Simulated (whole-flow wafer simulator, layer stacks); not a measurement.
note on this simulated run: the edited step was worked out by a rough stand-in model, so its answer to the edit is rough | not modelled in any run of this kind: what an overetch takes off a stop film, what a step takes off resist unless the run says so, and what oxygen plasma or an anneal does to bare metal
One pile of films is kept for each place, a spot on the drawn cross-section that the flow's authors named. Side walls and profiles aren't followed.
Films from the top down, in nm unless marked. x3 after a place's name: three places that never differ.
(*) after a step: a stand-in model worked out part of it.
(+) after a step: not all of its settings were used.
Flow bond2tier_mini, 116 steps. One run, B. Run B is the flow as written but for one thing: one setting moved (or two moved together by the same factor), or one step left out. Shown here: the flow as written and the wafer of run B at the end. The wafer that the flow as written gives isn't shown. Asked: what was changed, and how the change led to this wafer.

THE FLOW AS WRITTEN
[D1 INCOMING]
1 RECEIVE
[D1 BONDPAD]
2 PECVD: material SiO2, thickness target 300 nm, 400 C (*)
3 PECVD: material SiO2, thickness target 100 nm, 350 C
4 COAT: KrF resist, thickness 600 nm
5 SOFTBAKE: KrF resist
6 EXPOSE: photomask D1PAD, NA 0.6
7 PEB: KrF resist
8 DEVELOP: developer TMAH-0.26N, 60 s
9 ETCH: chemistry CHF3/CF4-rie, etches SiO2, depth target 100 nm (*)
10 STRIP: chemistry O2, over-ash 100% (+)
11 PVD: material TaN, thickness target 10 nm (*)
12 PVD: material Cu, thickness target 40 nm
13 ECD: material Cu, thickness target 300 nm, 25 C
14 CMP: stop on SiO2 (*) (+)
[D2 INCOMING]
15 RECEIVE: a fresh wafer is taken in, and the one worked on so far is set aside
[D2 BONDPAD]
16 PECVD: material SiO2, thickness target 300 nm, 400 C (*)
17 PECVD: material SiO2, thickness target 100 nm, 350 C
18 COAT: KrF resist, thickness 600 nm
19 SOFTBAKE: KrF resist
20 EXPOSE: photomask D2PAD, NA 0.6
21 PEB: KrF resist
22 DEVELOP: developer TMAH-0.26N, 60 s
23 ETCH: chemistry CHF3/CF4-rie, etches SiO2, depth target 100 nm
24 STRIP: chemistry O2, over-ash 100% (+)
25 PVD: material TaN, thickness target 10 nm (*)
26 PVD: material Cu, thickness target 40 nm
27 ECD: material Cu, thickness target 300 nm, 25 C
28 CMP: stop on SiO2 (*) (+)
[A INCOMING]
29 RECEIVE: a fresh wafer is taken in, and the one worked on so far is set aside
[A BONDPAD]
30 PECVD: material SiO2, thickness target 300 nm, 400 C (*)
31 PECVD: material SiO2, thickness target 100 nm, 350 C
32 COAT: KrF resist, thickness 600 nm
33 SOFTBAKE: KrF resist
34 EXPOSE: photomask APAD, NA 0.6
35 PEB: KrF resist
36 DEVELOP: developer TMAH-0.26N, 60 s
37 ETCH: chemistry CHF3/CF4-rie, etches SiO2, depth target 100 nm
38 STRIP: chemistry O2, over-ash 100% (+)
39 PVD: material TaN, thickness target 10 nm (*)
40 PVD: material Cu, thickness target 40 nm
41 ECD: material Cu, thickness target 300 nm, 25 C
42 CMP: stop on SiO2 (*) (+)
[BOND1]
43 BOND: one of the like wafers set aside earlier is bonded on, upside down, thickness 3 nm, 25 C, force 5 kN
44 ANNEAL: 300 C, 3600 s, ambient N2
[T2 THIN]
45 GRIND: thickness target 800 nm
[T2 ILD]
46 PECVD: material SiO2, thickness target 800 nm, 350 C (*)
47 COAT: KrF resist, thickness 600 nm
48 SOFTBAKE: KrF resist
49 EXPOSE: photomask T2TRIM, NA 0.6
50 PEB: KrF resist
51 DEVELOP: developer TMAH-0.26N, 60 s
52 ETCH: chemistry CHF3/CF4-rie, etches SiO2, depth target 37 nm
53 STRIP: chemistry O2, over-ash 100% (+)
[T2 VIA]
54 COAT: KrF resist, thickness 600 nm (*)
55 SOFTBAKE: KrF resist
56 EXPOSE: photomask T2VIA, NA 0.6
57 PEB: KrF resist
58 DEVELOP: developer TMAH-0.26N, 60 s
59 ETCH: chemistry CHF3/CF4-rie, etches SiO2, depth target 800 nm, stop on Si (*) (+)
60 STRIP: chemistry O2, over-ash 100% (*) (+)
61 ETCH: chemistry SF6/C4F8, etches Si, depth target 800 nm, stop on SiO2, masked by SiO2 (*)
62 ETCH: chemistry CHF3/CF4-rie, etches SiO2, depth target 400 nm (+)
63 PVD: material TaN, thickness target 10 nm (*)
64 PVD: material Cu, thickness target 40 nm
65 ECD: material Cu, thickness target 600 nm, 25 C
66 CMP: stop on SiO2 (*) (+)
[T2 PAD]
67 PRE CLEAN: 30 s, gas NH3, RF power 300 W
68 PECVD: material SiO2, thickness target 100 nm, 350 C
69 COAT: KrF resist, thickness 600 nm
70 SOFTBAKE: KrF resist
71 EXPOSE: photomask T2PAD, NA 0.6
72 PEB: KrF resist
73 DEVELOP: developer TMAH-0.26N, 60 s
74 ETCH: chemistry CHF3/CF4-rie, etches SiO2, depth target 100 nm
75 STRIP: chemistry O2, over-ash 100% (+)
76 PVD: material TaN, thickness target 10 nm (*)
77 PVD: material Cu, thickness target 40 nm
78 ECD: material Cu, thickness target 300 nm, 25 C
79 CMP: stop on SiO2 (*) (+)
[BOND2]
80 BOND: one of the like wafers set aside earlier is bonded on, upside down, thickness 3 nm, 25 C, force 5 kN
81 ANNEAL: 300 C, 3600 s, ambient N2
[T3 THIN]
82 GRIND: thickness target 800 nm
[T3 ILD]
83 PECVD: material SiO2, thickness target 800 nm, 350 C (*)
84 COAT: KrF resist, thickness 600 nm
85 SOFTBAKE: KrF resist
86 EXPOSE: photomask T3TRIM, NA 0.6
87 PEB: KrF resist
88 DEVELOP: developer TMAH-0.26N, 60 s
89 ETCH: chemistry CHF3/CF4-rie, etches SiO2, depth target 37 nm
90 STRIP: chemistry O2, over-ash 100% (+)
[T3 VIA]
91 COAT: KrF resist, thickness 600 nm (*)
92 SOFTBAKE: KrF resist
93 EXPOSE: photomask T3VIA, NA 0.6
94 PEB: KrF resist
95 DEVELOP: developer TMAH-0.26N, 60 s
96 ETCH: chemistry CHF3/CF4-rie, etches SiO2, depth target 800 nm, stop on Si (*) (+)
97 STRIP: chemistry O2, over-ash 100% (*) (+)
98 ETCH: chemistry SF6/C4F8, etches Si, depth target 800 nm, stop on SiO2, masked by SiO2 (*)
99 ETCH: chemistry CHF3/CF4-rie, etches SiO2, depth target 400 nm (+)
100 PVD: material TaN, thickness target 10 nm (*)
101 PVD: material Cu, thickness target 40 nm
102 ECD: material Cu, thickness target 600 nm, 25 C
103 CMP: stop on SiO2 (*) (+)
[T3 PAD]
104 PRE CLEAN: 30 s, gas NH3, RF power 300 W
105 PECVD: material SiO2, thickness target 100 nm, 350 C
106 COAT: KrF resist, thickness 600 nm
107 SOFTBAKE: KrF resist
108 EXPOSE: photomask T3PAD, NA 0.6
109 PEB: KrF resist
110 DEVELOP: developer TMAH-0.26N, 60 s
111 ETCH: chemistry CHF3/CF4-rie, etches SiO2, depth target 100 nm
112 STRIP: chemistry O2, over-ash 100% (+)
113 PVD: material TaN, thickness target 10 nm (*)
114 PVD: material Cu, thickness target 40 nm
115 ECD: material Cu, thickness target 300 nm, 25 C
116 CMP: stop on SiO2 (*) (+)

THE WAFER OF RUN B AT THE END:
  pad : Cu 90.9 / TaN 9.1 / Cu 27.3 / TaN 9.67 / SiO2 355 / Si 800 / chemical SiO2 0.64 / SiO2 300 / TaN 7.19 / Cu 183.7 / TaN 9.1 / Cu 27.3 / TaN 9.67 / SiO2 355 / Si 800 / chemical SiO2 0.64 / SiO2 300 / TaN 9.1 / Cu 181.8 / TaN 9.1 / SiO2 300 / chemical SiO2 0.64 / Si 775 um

The cause: step 25, PVD: thickness target 7.9 nm was run, where the flow has thickness target 10 nm.

How the change led to this, step by step:
  25 PVD: material TaN, thickness target 10 nm (*)
      field: TaN +7.9 (new film) (as written it would be: TaN +10 (new film))
      pad: TaN +7.19 (new film) (as written it would be: TaN +9.1 (new film))
      (and at 1 more place)
  28 CMP: stop on SiO2 (*) (+)
      field: Cu -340 (all of it), TaN -7.9 (all of it) (as written it would be: Cu -340 (all of it), TaN -10 (all of it))
  80 BOND: one of the like wafers set aside earlier is bonded on, upside down, thickness 3 nm, 25 C, force 5 kN
      pad: Si +775 um (new film), chemical SiO2 +0.64 (new film), SiO2 +300 (new film), TaN +7.19 (new film), Cu +92.8 (as written it would be: Si +775 um (new film), chemical SiO2 +0.64 (new film), SiO2 +300 (new film), TaN +9.1 (new film), Cu +90.9)
